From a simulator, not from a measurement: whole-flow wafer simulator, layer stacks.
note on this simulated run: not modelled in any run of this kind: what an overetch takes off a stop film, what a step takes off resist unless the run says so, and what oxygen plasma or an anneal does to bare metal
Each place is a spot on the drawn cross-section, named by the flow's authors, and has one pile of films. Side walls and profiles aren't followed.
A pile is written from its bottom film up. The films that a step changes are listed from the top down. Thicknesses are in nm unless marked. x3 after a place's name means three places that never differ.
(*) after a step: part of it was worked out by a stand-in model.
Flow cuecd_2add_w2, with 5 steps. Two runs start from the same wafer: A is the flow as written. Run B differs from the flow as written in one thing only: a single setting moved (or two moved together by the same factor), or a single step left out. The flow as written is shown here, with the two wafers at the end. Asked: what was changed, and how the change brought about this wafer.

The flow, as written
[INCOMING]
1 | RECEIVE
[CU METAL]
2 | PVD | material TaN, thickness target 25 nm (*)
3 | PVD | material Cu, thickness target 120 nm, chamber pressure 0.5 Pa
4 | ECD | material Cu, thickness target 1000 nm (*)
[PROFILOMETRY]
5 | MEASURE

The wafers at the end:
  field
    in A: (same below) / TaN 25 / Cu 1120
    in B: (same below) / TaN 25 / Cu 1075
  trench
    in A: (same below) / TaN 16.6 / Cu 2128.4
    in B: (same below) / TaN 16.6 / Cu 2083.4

The reason: step 3, PVD: thickness target 75 nm was run, while the flow as written has thickness target 120 nm.

The path from the change to this, step by step:
  3 | PVD | material Cu, thickness target 120 nm, chamber pressure 0.5 Pa
      field: A +120 Cu (new film) | B +75 Cu (new film)
      trench: A +80.8 Cu (new film) | B +50.7 Cu (new film)
